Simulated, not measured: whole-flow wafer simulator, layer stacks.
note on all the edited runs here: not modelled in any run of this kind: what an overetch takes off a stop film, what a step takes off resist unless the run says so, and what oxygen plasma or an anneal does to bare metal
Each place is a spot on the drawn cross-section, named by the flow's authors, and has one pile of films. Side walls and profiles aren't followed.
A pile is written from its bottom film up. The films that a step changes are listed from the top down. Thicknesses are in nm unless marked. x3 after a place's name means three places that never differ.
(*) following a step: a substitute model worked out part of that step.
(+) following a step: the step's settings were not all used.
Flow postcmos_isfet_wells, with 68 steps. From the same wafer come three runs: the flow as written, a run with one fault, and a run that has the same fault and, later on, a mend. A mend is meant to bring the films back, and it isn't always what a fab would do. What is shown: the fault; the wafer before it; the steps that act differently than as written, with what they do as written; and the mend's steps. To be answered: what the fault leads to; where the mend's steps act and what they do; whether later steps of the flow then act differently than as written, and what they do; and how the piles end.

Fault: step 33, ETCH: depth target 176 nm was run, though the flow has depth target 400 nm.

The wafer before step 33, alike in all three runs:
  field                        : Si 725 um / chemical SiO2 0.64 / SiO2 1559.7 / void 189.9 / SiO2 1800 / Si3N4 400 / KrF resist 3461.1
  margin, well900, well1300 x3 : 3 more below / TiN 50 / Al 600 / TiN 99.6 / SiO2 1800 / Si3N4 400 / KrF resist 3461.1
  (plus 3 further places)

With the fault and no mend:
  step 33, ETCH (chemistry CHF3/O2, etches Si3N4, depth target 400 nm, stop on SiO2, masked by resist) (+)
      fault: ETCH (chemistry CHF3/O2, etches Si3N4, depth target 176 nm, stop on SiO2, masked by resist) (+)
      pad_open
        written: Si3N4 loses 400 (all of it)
        fault: Si3N4 loses 176
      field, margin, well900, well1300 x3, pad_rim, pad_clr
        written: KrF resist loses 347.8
        fault: KrF resist loses 153
  Later steps of the flow acting differently than as written (not shown: 2 more steps that differ only slightly, by at most 2% or 0.5 nm, whichever is larger):
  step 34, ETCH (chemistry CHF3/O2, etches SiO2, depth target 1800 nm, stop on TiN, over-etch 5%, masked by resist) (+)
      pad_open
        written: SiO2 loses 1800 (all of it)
        fault: Si3N4 loses 224 (all of it), SiO2 loses 1564.8
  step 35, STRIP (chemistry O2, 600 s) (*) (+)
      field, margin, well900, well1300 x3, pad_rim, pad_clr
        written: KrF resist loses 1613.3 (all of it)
        fault: KrF resist loses 1808.1 (all of it)
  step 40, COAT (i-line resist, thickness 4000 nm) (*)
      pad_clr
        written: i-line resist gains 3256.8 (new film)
        fault: i-line resist gains 3330.4 (new film)
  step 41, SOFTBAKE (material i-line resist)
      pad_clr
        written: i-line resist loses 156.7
        fault: i-line resist loses 133.4
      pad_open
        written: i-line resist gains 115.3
        fault: i-line resist gains 104.8
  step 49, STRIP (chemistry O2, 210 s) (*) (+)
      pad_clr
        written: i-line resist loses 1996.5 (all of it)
        fault: i-line resist loses 2093.4 (all of it)
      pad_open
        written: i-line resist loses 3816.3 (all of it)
        fault: i-line resist loses 3721.4 (all of it)
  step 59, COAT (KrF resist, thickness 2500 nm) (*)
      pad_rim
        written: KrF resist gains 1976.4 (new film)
        fault: KrF resist gains 2029.9 (new film)
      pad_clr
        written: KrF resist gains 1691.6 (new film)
        fault: KrF resist gains 1770.7 (new film)
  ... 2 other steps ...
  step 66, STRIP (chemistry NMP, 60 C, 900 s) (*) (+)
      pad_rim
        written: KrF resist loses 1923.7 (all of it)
        fault: KrF resist loses 1976.7 (all of it)
  The piles end different from the flow's at pad_open by more than 2% or 0.5 nm, whichever is larger.
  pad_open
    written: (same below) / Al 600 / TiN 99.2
    fault: (same below) / Al 600 / TiN 99.6 / SiO2 235.2

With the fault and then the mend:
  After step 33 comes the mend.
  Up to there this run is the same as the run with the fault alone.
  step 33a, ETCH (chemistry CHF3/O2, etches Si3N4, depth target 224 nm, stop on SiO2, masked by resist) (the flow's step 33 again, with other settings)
      field, margin, well900, well1300 x3, pad_rim, pad_clr
        KrF resist loses 194.8
      pad_open
        Si3N4 loses 224 (all of it)
  None of the later steps of the flow acts differently than as written at any place that is followed.
  The piles end the same as the flow's at every place that both follow.
